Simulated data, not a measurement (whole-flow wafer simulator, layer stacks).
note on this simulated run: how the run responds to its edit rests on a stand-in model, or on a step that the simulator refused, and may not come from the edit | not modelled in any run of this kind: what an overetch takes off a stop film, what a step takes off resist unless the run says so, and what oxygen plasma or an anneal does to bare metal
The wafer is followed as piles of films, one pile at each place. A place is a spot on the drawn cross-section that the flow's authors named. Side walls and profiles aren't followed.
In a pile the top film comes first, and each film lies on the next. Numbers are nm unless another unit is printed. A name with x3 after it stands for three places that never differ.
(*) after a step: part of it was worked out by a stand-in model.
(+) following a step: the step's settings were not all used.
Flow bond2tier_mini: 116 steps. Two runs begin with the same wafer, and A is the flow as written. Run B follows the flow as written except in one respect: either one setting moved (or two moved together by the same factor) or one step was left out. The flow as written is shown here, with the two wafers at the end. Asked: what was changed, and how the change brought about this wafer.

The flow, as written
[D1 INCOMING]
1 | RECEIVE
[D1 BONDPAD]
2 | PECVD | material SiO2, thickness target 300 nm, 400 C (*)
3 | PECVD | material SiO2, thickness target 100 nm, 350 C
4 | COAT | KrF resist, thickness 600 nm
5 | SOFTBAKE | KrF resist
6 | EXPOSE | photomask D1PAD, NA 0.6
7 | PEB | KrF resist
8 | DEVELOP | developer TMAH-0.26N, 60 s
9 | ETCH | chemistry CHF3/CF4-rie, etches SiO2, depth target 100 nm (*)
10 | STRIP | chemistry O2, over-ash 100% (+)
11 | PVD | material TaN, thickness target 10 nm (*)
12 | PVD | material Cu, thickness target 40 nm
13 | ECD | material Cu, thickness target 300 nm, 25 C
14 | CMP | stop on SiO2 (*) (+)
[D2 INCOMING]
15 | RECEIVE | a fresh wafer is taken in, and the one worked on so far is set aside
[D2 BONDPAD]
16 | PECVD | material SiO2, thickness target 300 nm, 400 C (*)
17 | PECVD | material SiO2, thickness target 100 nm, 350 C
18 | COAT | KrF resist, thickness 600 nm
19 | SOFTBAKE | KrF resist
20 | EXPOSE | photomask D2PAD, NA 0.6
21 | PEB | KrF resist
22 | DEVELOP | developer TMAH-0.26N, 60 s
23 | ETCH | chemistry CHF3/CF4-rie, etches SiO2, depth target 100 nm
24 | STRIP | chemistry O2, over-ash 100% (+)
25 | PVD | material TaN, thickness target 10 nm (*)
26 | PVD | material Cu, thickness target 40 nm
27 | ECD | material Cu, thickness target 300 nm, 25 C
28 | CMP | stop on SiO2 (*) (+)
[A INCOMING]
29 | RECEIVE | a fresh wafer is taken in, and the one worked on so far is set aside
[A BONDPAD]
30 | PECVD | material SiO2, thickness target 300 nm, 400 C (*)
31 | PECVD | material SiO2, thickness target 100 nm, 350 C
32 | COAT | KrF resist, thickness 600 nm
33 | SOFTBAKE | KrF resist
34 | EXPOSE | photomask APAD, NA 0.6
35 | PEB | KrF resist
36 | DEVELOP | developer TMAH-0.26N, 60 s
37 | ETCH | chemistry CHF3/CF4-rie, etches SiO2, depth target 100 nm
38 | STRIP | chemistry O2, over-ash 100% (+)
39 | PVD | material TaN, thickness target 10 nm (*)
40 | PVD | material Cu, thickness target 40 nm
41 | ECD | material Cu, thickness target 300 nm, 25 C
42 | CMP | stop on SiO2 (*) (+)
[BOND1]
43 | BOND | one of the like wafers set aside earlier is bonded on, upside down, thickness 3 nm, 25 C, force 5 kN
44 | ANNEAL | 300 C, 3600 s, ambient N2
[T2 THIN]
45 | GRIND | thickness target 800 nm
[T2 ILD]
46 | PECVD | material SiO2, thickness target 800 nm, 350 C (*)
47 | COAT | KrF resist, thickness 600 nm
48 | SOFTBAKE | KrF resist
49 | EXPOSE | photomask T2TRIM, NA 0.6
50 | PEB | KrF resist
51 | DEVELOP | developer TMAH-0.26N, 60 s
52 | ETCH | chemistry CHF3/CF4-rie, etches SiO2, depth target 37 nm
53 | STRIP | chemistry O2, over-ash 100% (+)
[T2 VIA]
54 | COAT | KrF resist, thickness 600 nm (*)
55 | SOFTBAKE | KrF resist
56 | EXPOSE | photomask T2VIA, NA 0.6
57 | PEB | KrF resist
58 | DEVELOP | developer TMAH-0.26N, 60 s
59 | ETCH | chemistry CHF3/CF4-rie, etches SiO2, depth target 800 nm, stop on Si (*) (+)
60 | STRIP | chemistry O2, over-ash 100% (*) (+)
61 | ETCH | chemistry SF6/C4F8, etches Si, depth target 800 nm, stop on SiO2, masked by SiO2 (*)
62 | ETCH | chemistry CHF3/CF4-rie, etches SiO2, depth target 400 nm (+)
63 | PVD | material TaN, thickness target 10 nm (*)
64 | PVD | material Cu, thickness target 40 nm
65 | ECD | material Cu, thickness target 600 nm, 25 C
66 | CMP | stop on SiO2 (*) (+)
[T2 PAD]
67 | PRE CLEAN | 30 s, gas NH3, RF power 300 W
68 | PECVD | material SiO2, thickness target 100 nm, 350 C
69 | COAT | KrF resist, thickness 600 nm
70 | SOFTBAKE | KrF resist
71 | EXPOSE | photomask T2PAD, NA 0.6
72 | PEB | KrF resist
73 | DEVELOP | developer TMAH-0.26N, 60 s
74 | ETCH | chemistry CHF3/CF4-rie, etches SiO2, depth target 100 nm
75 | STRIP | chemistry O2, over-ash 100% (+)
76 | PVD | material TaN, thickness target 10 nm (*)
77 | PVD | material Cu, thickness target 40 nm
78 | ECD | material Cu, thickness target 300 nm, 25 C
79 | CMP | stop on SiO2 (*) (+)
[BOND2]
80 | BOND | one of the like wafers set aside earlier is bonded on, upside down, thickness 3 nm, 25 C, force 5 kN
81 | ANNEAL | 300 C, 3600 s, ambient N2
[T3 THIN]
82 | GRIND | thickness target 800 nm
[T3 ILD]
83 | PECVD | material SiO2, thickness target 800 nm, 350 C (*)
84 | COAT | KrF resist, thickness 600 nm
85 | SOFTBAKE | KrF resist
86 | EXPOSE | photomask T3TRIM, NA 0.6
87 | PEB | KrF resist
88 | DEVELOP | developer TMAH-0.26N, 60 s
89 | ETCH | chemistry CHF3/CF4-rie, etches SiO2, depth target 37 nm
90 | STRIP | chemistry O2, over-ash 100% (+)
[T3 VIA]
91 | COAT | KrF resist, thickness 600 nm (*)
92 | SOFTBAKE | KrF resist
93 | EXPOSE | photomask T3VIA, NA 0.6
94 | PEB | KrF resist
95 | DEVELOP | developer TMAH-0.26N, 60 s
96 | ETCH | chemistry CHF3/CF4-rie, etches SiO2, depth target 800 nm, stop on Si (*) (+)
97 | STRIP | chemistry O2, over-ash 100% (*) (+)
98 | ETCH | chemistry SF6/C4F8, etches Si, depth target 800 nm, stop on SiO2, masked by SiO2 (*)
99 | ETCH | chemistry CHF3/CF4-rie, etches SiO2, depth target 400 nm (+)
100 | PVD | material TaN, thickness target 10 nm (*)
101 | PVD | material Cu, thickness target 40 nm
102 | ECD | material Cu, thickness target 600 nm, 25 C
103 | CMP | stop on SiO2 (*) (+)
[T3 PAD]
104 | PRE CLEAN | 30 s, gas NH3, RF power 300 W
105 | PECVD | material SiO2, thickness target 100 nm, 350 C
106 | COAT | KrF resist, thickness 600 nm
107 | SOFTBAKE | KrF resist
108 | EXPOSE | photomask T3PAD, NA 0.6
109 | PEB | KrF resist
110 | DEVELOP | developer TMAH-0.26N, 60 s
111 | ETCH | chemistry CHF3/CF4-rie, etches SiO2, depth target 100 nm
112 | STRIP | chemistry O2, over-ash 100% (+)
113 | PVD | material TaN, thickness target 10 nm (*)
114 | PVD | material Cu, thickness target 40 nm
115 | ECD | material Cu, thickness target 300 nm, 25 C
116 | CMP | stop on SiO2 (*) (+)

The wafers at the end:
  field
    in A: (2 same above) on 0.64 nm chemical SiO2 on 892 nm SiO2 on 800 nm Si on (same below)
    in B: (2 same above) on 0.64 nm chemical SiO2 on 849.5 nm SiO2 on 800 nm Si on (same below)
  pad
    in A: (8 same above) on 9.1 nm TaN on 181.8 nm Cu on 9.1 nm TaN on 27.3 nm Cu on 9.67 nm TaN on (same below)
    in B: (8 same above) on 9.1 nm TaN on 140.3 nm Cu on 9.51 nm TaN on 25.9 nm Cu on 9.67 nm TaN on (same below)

The reason: step 68, PECVD: thickness target 57.5 nm was run, though the flow has thickness target 100 nm.

The path from the change to this, step by step:
  68 | PECVD | material SiO2, thickness target 100 nm, 350 C
      field: A +100 SiO2 | B +57.5 SiO2
      pad: A +100 SiO2 (new film) | B +57.5 SiO2 (new film)
  74 | ETCH | chemistry CHF3/CF4-rie, etches SiO2, depth target 100 nm
      pad: A -100 SiO2 (all of it) | B -57.5 SiO2 (all of it), -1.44 Cu
      field: A -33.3 KrF resist | B -28.8 KrF resist
  77 | PVD | material Cu, thickness target 40 nm
      pad: A +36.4 Cu (new film) | B +37.9 Cu (new film)
  78 | ECD | material Cu, thickness target 300 nm, 25 C
      pad: A +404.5 Cu | B +361.6 Cu
